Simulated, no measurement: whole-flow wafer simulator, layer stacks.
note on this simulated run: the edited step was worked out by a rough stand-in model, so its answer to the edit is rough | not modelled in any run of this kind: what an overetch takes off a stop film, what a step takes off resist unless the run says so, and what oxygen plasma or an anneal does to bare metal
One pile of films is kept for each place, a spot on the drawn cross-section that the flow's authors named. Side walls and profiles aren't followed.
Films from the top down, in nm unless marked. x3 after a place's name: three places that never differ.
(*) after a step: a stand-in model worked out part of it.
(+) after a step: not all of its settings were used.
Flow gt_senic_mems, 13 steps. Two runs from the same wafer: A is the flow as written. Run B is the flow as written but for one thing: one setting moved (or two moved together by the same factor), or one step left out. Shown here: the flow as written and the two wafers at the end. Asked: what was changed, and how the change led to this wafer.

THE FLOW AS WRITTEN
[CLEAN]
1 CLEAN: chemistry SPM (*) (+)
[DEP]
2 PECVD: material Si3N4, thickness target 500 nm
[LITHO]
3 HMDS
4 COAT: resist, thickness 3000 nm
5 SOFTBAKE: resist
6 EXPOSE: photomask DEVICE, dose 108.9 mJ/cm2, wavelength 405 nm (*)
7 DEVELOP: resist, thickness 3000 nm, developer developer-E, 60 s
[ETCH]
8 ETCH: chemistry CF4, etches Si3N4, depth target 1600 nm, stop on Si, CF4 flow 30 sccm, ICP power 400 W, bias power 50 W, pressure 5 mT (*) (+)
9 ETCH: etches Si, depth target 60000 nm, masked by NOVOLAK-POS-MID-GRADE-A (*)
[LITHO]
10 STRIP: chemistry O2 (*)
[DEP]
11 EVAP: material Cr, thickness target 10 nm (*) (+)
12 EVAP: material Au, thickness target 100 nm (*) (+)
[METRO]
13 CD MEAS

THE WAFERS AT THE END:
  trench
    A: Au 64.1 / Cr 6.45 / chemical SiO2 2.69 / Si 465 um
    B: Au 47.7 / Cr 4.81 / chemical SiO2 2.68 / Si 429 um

The cause: step 9, ETCH: depth target 96000 nm was run, where the flow has depth target 60000 nm.

How the change led to this, step by step:
  9 ETCH: etches Si, depth target 60000 nm, masked by NOVOLAK-POS-MID-GRADE-A (*)
      field: A resist -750 | B resist -1200
      trench: A Si -60 um | B Si -96 um
  10 STRIP: chemistry O2 (*)
      field: A resist -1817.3 (all of it) | B resist -1367.3 (all of it)
  11 EVAP: material Cr, thickness target 10 nm (*) (+)
      trench: A Cr +6.45 (new film) | B Cr +4.81 (new film)
  12 EVAP: material Au, thickness target 100 nm (*) (+)
      trench: A Au +64.1 (new film) | B Au +47.7 (new film)
